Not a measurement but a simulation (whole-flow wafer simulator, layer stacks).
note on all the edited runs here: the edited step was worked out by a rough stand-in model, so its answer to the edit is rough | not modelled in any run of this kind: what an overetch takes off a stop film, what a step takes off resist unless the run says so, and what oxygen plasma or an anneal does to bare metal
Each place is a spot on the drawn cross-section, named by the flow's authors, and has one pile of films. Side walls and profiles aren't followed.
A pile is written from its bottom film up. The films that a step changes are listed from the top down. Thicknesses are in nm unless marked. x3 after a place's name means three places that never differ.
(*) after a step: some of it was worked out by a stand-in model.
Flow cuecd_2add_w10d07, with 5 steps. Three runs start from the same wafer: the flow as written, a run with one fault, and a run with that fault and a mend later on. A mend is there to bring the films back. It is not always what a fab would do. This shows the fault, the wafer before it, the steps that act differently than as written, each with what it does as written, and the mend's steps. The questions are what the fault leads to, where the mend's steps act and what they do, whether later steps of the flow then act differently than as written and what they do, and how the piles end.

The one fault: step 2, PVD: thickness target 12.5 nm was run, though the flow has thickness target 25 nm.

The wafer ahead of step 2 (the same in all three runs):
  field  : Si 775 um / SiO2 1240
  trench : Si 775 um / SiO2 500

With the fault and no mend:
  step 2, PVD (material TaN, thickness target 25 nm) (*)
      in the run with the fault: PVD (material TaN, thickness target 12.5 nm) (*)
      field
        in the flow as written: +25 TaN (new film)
        in the run with the fault: +12.5 TaN (new film)
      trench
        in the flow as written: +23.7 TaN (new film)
        in the run with the fault: +11.8 TaN (new film)
  Later steps of the flow that are run all act as written at every place that is followed.
  The piles end different from the flow's at field, trench by more than 2% or 0.5 nm, whichever is larger.
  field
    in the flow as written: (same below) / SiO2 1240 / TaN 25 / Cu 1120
    in the run with the fault: (same below) / SiO2 1240 / TaN 12.5 / Cu 1120
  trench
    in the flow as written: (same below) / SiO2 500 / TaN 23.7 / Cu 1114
    in the run with the fault: (same below) / SiO2 500 / TaN 11.8 / Cu 1114

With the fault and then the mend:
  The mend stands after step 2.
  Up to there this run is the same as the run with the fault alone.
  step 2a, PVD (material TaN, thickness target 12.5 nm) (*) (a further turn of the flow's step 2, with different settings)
      field
        +12.5 TaN
      trench
        +11.8 TaN
  Later steps of the flow that are run all act as written at every place that is followed.
  At every place that both follow, the piles at the end match the flow's.
